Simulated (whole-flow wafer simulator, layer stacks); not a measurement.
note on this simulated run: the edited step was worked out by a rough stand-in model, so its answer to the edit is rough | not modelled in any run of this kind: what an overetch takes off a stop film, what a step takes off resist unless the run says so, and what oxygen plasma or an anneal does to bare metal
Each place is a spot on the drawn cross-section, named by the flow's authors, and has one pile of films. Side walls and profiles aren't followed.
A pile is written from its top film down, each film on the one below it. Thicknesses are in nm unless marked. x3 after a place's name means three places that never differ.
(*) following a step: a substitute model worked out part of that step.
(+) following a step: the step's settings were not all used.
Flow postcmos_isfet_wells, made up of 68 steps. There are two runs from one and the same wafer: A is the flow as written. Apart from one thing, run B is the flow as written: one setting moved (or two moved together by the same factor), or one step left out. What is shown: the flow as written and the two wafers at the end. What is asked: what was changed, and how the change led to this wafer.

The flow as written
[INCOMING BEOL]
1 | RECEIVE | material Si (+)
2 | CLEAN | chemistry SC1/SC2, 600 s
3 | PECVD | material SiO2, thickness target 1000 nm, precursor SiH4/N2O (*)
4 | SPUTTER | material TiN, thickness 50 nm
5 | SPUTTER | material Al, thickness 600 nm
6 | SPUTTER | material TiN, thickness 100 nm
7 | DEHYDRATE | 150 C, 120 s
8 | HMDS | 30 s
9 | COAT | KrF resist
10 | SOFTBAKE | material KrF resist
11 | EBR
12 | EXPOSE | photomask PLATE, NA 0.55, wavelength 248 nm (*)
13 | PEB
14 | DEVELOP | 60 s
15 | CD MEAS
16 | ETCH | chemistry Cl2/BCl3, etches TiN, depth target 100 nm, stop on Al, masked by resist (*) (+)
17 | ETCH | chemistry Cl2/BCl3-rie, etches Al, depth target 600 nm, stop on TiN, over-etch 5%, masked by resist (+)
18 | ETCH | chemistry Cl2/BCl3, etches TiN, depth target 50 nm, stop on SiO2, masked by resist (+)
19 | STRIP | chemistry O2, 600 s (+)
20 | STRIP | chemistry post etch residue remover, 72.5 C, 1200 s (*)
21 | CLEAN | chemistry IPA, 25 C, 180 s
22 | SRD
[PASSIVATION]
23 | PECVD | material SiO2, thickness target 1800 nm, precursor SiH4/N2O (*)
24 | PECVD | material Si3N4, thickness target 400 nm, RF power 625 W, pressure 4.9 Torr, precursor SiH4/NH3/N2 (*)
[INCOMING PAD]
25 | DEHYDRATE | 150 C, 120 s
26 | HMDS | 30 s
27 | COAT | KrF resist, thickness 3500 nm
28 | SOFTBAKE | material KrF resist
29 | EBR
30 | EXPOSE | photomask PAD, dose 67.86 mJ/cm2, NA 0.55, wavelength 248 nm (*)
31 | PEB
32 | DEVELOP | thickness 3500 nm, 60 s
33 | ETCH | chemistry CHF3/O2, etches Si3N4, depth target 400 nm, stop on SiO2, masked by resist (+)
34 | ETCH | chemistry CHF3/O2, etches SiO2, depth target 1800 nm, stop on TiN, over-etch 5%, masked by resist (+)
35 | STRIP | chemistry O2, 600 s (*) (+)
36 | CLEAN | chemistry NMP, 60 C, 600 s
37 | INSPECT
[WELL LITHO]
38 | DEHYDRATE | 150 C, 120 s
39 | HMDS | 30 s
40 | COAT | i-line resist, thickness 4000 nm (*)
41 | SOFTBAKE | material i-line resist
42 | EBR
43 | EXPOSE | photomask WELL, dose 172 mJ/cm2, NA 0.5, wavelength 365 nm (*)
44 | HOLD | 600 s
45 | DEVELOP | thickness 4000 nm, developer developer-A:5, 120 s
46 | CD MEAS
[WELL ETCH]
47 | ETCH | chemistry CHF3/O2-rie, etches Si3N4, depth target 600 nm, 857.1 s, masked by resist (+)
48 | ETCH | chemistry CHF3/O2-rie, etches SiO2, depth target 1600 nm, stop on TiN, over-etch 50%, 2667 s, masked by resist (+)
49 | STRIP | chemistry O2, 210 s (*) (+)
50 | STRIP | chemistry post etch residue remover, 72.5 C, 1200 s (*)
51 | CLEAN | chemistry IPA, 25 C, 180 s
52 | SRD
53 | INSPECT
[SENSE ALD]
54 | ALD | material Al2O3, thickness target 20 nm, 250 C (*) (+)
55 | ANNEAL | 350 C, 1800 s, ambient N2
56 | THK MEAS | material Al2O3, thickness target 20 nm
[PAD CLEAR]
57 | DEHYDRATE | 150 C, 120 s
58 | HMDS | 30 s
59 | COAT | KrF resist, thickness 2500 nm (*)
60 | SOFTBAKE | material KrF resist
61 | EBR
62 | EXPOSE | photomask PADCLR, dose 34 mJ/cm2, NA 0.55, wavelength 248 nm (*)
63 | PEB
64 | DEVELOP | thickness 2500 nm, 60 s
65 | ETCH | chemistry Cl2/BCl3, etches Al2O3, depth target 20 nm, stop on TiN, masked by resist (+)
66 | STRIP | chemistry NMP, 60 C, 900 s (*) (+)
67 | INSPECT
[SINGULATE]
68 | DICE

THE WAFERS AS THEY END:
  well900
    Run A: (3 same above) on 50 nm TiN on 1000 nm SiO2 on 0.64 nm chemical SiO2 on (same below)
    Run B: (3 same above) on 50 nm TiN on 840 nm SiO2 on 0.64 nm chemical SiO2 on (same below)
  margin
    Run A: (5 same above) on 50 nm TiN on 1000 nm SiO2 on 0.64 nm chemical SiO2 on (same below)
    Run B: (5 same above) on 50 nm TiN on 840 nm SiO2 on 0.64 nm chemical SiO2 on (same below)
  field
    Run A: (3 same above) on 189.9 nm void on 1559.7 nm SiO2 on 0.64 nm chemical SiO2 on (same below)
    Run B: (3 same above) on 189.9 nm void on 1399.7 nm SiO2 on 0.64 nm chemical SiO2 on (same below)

What caused this: step 3, PECVD: thickness target 840 nm was run, whereas the flow has thickness target 1000 nm.
One can read it off the wafer: well900 has SiO2 840, and step 3 as written asks for 1000 nm.

How this came from the change, step by step:
  3 | PECVD | material SiO2, thickness target 1000 nm, precursor SiH4/N2O (*)
      field, margin, well900, well1300 x3, pad_rim, pad_clr, pad_open: A +1000 SiO2 (new film) | B +840 SiO2 (new film)
